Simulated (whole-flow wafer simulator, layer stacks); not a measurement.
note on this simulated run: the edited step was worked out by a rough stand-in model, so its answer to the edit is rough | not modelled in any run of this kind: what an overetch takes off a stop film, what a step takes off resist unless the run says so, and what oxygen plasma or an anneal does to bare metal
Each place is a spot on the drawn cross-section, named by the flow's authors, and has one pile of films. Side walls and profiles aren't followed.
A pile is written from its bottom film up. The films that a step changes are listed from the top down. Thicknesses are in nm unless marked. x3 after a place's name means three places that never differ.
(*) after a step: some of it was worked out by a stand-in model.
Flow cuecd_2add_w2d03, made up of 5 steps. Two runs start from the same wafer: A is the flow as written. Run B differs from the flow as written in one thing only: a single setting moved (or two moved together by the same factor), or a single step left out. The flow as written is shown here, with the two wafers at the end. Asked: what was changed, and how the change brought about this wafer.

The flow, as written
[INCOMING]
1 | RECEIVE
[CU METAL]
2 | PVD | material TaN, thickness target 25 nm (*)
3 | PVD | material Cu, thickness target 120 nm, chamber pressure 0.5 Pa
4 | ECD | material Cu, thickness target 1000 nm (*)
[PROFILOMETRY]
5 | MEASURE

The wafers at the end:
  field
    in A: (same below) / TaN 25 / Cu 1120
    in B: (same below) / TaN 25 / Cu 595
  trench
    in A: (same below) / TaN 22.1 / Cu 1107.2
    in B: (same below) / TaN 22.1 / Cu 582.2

What caused this: step 4, ECD: thickness target 475 nm was run, though the flow has thickness target 1000 nm.

The path from the change to this, step by step:
  4 | ECD | material Cu, thickness target 1000 nm (*)
      field, trench: A Cu gains 1000 | B Cu gains 475
